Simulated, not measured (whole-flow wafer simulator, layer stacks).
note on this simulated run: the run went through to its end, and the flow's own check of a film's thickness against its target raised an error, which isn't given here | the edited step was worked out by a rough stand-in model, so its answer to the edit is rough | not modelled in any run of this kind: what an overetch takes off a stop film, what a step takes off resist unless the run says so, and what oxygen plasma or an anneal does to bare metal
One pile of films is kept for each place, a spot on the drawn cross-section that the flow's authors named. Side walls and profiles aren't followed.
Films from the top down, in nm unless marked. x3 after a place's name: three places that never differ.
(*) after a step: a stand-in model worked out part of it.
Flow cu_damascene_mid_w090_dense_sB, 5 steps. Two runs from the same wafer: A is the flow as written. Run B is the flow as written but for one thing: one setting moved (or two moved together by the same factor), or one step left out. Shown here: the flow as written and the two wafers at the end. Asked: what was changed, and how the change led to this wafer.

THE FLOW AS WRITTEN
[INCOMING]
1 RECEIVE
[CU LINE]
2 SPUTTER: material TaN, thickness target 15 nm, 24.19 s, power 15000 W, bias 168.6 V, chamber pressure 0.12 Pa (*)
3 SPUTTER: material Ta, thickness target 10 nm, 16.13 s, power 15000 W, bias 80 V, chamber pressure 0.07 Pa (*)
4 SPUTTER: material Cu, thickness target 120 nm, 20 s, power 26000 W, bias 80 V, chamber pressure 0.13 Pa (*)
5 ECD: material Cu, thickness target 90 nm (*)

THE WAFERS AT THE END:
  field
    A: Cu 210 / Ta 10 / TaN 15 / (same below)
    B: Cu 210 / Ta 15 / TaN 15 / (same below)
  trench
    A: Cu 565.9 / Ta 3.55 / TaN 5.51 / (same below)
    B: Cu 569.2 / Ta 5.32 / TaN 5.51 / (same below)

The cause: step 3, SPUTTER: thickness target 15 nm was run, where the flow has thickness target 10 nm; step 3, SPUTTER: 24.2 s was run, where the flow has 16.13 s.
It can be read off the wafer: field has Ta 15, and step 3 as written asks for 10 nm.

How the change led to this, step by step:
  3 SPUTTER: material Ta, thickness target 10 nm, 16.13 s, power 15000 W, bias 80 V, chamber pressure 0.07 Pa (*)
      field: A Ta +10 (new film) | B Ta +15 (new film)
      trench: A Ta +3.55 (new film) | B Ta +5.32 (new film)
